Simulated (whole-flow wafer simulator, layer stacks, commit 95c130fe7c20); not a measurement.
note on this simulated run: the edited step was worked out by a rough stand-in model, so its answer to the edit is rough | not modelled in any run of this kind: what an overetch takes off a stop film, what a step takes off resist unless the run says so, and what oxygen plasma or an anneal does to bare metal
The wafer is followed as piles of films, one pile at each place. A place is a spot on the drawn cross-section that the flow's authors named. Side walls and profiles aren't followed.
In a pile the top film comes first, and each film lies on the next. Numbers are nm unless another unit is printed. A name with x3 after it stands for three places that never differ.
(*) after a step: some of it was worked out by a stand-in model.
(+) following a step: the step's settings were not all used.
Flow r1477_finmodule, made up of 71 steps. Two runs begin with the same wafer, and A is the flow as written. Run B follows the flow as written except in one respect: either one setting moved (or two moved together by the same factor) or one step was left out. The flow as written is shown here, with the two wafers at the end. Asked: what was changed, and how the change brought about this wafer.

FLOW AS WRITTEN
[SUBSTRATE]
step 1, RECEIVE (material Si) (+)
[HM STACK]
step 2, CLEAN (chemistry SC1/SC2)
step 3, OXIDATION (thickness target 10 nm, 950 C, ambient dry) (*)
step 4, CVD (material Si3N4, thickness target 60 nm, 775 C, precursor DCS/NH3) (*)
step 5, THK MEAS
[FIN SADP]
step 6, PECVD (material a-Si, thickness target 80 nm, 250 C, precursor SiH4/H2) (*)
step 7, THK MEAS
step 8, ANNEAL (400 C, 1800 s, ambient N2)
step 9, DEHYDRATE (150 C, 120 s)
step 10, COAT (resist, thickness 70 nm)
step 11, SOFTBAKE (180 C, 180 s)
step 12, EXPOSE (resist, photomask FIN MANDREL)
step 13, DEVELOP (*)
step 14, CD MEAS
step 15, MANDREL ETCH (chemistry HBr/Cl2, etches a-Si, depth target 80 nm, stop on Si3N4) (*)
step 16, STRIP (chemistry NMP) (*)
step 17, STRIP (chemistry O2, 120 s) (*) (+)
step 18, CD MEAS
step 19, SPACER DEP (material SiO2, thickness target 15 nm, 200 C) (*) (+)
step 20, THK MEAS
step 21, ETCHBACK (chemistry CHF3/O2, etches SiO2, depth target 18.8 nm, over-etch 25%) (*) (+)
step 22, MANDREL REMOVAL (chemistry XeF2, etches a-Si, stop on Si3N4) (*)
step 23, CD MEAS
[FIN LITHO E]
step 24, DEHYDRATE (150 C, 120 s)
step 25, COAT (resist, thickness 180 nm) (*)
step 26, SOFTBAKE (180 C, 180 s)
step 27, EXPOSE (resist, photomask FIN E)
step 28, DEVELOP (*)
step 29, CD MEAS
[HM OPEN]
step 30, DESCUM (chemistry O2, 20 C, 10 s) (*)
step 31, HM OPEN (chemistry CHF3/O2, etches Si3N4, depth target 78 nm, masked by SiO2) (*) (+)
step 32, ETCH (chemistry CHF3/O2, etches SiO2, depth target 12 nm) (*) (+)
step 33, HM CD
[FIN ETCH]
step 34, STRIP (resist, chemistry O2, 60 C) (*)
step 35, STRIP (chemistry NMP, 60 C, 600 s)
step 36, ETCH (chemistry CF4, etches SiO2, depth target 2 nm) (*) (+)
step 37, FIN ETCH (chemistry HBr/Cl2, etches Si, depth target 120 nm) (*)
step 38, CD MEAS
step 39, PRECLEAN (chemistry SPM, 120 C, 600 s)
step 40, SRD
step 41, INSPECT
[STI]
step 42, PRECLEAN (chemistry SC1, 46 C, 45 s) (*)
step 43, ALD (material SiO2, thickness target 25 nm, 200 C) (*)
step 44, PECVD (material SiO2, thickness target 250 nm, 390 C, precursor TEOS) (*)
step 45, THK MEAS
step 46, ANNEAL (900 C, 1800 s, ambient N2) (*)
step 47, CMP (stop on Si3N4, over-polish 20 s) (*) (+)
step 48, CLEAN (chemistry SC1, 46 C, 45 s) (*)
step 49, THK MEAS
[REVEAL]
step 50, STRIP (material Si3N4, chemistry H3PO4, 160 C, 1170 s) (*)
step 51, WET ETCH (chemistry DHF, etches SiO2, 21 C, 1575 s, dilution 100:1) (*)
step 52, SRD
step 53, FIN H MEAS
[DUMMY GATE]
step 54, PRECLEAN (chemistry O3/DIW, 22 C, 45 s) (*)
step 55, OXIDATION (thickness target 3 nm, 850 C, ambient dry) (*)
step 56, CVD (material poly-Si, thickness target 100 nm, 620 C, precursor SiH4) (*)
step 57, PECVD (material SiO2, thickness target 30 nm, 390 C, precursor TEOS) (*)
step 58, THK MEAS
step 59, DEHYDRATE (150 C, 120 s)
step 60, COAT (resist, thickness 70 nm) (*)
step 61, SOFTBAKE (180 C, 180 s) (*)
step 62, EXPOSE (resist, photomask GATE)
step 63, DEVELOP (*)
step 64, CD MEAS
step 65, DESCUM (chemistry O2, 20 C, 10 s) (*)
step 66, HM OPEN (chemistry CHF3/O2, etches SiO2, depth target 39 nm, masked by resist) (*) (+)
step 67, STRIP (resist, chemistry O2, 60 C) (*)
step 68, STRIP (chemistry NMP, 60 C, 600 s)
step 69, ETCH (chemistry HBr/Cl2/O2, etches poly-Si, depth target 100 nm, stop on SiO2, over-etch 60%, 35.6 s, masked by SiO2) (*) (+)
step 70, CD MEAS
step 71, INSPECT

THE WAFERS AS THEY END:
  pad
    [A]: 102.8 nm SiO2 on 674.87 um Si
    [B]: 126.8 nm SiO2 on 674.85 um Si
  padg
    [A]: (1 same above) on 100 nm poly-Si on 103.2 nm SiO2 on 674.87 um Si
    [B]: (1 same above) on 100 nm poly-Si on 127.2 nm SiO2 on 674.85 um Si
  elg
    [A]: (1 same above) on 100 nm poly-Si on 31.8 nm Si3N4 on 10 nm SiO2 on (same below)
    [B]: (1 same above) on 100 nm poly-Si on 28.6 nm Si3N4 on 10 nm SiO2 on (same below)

What caused this: step 37, FIN ETCH: depth target 144 nm was run, whereas the flow has depth target 120 nm.

The path from the change to this, step by step:
  step 37, FIN ETCH (chemistry HBr/Cl2, etches Si, depth target 120 nm) (*)
      pad, padg, esg and 19 more: A -120 Si | B -144 Si
      elg, e40lg, e100lg, e200lg, elo, e40lo, e100lo, e200lo: A -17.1 Si3N4 | B -20.6 Si3N4
      (also at 6 further places)
  step 43, ALD (material SiO2, thickness target 25 nm, 200 C) (*)
      s40cg, s45cg, s50cg, s40co, s45co, s50co: A +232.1 SiO2 (new film) | B +254.3 SiO2 (new film)
      esg: A +194.3 SiO2 (new film) | B +214.8 SiO2 (new film)
  step 47, CMP (stop on Si3N4, over-polish 20 s) (*) (+)
      pad, padg, e40sg and 11 more: A -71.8 SiO2 | B -47.8 SiO2
      eso: A -72.4 SiO2 | B -48.4 SiO2
  step 51, WET ETCH (chemistry DHF, etches SiO2, 21 C, 1575 s, dilution 100:1) (*)
      elg, e40lg, e100lg, e200lg, elo, e40lo, e100lo, e200lo: A -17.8 SiO2 (all of it), -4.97 Si3N4 | B -21.3 SiO2 (all of it), -4.69 Si3N4
  step 60, COAT (resist, thickness 70 nm) (*)
      e40sg, eso, e40so: A +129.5 resist (new film) | B +126.5 resist (new film)
      e100sg, e100so: A +129.4 resist (new film) | B +126.5 resist (new film)
      (also at 2 further places)
  step 63, DEVELOP (*)
      eso, e40so: A -129.5 resist (all of it) | B -126.5 resist (all of it)
      e100so: A -129.4 resist (all of it) | B -126.5 resist (all of it)
      (also at 1 further place)
  step 67, STRIP (resist, chemistry O2, 60 C) (*)
      e40sg: A -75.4 resist (all of it) | B -72.4 resist (all of it)
      e100sg: A -75.3 resist (all of it) | B -72.4 resist (all of it)
      (also at 1 further place)
